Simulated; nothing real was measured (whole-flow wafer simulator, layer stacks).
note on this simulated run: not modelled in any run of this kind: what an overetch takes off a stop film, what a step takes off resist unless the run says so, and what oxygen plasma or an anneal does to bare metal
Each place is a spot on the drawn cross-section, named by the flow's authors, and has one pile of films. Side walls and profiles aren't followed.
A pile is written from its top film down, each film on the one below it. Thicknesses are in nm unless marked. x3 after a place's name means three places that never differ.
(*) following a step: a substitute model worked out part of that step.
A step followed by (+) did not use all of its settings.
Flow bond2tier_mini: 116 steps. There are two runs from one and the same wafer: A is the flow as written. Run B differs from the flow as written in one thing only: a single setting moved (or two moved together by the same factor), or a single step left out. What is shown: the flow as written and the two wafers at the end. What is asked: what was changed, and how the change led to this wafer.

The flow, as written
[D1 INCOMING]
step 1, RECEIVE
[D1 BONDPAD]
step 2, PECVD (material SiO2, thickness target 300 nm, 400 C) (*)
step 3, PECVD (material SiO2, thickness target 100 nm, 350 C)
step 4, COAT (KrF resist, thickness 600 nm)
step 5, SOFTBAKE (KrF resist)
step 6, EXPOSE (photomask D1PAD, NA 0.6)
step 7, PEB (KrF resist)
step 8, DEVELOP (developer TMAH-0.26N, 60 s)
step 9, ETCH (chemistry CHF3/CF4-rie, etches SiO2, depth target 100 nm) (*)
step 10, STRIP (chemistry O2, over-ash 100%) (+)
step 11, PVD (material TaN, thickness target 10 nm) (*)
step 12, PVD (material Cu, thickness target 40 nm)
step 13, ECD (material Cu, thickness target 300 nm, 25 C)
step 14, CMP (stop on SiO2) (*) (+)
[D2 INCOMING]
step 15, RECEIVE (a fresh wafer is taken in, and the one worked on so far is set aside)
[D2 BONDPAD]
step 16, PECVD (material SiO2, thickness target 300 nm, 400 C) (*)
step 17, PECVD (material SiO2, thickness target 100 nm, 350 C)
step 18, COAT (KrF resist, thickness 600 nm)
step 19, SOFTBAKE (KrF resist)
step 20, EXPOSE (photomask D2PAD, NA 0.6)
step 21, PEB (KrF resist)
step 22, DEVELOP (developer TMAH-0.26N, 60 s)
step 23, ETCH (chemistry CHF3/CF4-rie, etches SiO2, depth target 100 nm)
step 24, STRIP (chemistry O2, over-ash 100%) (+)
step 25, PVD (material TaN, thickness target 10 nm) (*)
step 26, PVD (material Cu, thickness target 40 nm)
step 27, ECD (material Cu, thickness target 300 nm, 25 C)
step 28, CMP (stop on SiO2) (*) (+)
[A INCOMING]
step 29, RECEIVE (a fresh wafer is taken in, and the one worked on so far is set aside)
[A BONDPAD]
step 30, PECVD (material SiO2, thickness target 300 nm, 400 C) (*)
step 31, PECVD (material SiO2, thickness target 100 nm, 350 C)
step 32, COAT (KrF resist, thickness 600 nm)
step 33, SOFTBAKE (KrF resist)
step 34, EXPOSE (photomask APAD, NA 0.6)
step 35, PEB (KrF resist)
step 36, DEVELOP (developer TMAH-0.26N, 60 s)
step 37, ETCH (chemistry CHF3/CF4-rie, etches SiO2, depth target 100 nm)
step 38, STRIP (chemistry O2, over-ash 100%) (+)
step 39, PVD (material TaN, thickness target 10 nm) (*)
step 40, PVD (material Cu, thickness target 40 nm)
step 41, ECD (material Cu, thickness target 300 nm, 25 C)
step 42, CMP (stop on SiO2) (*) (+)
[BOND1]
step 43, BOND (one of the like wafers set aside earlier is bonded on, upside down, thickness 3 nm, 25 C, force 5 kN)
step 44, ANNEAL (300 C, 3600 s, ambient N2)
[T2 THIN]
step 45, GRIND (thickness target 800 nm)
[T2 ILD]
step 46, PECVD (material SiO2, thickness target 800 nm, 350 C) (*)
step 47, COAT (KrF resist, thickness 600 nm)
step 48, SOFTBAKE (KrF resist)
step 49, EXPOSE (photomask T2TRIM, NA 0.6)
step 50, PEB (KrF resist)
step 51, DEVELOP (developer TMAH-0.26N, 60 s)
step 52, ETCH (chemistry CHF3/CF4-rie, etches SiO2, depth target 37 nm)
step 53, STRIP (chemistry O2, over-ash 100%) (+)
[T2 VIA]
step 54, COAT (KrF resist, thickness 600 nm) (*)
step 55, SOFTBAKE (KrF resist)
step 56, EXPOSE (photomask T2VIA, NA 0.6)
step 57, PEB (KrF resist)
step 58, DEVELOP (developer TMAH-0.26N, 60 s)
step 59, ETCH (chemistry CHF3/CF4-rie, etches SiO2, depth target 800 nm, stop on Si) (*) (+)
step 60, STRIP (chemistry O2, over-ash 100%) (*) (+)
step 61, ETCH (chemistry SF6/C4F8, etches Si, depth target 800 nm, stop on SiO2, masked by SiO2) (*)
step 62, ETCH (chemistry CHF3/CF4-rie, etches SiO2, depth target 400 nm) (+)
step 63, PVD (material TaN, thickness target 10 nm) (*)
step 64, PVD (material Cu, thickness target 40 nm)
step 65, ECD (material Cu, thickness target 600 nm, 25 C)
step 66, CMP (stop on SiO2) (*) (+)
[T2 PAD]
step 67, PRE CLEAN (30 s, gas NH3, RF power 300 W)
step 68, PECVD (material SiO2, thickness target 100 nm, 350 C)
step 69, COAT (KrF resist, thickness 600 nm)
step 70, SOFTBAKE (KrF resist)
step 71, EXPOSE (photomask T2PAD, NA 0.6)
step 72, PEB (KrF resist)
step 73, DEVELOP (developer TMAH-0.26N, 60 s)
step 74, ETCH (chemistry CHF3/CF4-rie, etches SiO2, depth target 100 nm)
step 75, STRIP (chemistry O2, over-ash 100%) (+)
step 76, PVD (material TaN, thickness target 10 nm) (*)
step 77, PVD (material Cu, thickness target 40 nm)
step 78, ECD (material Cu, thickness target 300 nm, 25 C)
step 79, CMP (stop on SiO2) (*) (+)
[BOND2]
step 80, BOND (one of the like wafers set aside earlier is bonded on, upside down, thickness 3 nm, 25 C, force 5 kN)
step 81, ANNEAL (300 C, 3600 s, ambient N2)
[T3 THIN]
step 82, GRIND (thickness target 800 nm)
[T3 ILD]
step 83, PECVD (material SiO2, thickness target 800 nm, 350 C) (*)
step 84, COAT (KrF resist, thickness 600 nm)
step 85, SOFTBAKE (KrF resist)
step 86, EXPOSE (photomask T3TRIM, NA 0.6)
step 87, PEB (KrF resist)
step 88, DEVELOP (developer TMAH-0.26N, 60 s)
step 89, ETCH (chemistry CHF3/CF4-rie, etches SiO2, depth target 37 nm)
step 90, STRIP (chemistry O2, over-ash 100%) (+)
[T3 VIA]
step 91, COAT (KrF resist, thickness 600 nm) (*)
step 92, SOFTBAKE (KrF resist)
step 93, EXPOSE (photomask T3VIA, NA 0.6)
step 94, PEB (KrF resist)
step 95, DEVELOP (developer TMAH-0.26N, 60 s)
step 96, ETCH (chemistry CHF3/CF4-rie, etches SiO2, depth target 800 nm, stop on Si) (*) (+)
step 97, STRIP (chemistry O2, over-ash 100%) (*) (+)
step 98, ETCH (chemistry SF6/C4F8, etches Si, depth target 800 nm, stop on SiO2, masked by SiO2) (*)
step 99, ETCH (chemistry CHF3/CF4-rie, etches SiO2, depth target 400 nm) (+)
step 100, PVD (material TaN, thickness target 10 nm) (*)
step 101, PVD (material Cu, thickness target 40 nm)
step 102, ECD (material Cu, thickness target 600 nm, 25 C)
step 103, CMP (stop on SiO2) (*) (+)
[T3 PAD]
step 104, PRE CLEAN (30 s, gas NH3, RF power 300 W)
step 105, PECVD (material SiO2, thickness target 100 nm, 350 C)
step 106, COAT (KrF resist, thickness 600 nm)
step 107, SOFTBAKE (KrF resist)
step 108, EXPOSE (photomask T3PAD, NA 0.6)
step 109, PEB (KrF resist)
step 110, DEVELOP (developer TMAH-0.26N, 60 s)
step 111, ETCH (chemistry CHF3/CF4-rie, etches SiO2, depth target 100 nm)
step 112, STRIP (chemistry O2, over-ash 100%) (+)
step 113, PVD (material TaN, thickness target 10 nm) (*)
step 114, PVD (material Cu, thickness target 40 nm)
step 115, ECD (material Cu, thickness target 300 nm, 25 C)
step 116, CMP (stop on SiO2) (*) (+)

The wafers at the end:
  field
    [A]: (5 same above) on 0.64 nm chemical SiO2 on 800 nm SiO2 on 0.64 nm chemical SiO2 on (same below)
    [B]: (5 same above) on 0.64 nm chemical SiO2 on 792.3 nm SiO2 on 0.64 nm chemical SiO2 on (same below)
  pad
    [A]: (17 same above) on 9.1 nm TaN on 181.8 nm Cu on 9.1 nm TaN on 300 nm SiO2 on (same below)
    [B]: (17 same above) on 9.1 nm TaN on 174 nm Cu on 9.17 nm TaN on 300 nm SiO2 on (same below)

What caused this: step 31, PECVD: thickness target 92.3 nm was run, whereas the flow has thickness target 100 nm; step 37, ETCH: depth target 92.3 nm was run, where the flow has depth target 100 nm.

How this came from the change, step by step:
  step 31, PECVD (material SiO2, thickness target 100 nm, 350 C)
      field, pad, via: A SiO2 gains 100 | B SiO2 gains 92.3
  step 37, ETCH (chemistry CHF3/CF4-rie, etches SiO2, depth target 100 nm)
      pad, via: A SiO2 loses 100 | B SiO2 loses 92.3
      field: A KrF resist loses 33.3 | B KrF resist loses 30.8
